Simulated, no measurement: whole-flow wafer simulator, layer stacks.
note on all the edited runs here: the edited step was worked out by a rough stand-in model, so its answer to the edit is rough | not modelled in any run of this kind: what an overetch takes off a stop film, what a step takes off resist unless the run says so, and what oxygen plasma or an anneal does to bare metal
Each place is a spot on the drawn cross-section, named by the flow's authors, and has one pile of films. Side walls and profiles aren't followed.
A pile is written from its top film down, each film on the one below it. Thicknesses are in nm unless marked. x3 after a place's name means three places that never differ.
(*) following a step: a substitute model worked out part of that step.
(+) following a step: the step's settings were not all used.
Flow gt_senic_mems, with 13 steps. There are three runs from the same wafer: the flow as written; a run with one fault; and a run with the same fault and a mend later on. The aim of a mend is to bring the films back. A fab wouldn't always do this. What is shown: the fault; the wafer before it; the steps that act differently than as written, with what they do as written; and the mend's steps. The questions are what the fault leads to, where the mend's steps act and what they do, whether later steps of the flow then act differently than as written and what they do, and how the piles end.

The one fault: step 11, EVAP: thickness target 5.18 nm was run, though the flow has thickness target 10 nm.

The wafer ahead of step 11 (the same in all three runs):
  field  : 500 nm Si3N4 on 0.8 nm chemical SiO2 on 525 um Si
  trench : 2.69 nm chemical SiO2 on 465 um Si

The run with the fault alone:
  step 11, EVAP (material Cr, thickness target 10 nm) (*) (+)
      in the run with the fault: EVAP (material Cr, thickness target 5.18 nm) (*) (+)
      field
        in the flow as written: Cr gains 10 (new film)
        in the run with the fault: Cr gains 5.18 (new film)
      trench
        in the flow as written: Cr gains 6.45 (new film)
        in the run with the fault: Cr gains 3.35 (new film)
  Every later step of the flow that is run acts as written at every place that is followed.
  By the end, the piles at field, trench depart from the flow's by more than 2% or 0.5 nm, whichever is larger.
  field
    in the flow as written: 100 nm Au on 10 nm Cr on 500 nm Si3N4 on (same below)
    in the run with the fault: 100 nm Au on 5.18 nm Cr on 500 nm Si3N4 on (same below)
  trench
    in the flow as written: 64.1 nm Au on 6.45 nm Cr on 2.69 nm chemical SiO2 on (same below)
    in the run with the fault: 64.1 nm Au on 3.35 nm Cr on 2.69 nm chemical SiO2 on (same below)

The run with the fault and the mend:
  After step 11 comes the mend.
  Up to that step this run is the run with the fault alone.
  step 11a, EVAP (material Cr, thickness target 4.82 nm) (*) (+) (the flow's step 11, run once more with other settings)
      field
        Cr gains 4.82
      trench
        Cr gains 3.11
  Every later step of the flow that is run acts as written at every place that is followed.
  At the end the piles are close to the flow's at the places that both follow, differing by at most 2% or 0.5 nm, whichever is larger.
